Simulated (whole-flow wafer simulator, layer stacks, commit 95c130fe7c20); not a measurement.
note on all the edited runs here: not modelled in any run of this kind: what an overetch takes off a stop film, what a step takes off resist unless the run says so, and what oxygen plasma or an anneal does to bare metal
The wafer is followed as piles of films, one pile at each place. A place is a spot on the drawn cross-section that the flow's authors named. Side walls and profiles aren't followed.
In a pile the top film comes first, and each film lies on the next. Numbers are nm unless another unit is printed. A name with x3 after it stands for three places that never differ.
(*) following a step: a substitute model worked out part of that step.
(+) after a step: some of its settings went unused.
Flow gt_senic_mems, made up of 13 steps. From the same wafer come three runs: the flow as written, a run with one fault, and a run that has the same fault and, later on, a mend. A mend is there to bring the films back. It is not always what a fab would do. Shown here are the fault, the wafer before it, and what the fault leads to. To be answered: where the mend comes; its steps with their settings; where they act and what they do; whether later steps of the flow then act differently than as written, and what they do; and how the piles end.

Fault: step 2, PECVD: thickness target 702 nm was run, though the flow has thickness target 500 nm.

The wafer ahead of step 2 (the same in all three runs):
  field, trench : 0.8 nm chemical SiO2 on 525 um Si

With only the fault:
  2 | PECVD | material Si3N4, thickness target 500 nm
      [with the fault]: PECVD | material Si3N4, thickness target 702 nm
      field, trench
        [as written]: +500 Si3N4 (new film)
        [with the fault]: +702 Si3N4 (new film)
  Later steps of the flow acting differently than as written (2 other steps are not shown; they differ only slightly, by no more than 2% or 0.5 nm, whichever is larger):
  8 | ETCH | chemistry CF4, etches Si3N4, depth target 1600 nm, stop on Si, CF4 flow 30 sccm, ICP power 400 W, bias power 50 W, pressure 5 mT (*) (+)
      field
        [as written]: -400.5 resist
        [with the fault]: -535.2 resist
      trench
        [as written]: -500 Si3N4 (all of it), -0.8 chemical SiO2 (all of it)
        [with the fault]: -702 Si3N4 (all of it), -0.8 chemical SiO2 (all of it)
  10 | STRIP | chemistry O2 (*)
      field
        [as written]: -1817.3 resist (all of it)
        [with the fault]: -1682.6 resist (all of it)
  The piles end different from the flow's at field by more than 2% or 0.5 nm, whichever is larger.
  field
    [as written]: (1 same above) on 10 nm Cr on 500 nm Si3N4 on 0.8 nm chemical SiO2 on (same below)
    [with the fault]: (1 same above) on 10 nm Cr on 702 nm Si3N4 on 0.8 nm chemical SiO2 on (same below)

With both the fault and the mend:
  The mend stands after step 2.
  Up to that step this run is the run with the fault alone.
  2a | ETCH | chemistry h3po4, depth target 202 nm
      field, trench
        -202 Si3N4
  None of the later steps of the flow acts differently than as written at any place that is followed.
  By the end, the piles equal the flow's at every place that both follow.
